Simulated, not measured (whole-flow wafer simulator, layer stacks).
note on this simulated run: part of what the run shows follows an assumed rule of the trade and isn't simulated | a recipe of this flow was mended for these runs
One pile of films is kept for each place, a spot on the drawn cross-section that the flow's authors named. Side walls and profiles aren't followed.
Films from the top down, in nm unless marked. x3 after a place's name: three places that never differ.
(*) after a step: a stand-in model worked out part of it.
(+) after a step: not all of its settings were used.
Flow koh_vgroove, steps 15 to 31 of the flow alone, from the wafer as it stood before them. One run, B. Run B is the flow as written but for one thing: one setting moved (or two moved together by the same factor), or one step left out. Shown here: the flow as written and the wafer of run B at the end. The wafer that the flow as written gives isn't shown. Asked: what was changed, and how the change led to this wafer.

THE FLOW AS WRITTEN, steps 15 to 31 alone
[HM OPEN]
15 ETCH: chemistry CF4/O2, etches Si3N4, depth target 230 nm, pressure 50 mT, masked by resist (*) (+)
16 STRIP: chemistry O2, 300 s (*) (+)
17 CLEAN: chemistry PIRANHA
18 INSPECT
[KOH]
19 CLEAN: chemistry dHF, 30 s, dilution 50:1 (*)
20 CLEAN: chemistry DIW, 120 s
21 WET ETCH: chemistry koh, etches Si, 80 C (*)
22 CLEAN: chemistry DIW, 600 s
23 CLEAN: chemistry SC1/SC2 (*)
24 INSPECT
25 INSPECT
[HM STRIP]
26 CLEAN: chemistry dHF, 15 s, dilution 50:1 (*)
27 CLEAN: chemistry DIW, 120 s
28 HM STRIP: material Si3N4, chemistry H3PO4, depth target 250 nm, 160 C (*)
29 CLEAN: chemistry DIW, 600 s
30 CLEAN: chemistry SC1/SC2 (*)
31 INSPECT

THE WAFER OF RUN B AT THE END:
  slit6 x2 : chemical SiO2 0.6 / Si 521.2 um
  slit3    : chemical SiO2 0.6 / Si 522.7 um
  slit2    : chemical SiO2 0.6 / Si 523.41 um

The cause: step 15, ETCH: depth target 263 nm was run, where the flow has depth target 230 nm.

How the change led to this, step by step:
  15 ETCH: chemistry CF4/O2, etches Si3N4, depth target 230 nm, pressure 50 mT, masked by resist (*) (+)
      slit3, slit2, slit6 x2: Si3N4 -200 (all of it), chemical SiO2 -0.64 (all of it), Si -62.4 (as written it would be: Si3N4 -200 (all of it), chemical SiO2 -0.64 (all of it), Si -29.4)
      field: i-line-resist -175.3 (as written it would be: i-line-resist -153.3)
  16 STRIP: chemistry O2, 300 s (*) (+)
      field: i-line-resist -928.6 (all of it) (as written it would be: i-line-resist -950.6 (all of it))
